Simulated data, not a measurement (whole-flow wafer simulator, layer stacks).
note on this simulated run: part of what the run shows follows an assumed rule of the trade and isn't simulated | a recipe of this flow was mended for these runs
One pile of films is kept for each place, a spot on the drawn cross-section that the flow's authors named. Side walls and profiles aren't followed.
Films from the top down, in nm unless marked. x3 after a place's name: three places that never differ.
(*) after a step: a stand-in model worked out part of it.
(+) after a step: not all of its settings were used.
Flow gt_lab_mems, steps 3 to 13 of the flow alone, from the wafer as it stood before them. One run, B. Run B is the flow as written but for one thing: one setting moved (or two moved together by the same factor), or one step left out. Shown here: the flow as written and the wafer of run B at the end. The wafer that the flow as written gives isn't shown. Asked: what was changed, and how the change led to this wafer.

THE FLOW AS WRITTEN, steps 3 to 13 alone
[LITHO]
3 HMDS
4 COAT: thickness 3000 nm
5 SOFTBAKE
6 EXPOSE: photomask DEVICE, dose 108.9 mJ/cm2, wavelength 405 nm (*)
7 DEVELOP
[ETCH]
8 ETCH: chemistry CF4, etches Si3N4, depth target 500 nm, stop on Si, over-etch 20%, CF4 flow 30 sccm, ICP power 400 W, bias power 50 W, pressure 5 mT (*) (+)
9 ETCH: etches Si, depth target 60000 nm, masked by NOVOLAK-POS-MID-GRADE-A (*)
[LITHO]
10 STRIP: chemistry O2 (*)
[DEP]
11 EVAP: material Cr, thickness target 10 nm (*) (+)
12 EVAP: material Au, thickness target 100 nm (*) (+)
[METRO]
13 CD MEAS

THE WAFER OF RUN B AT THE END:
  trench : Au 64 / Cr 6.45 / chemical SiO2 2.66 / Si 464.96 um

The cause: step 8, ETCH: depth target 560 nm was run, where the flow has depth target 500 nm.

How the change led to this, step by step:
  8 ETCH: chemistry CF4, etches Si3N4, depth target 500 nm, stop on Si, over-etch 20%, CF4 flow 30 sccm, ICP power 400 W, bias power 50 W, pressure 5 mT (*) (+)
      field: g/i-line-resist -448 (as written it would be: g/i-line-resist -400)
      trench: Si3N4 -500 (all of it), chemical SiO2 -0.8 (all of it), Si -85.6 (as written it would be: Si3N4 -500 (all of it), chemical SiO2 -0.8 (all of it), Si -49.6)
  10 STRIP: chemistry O2 (*)
      field: g/i-line-resist -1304 (all of it) (as written it would be: g/i-line-resist -1352 (all of it))
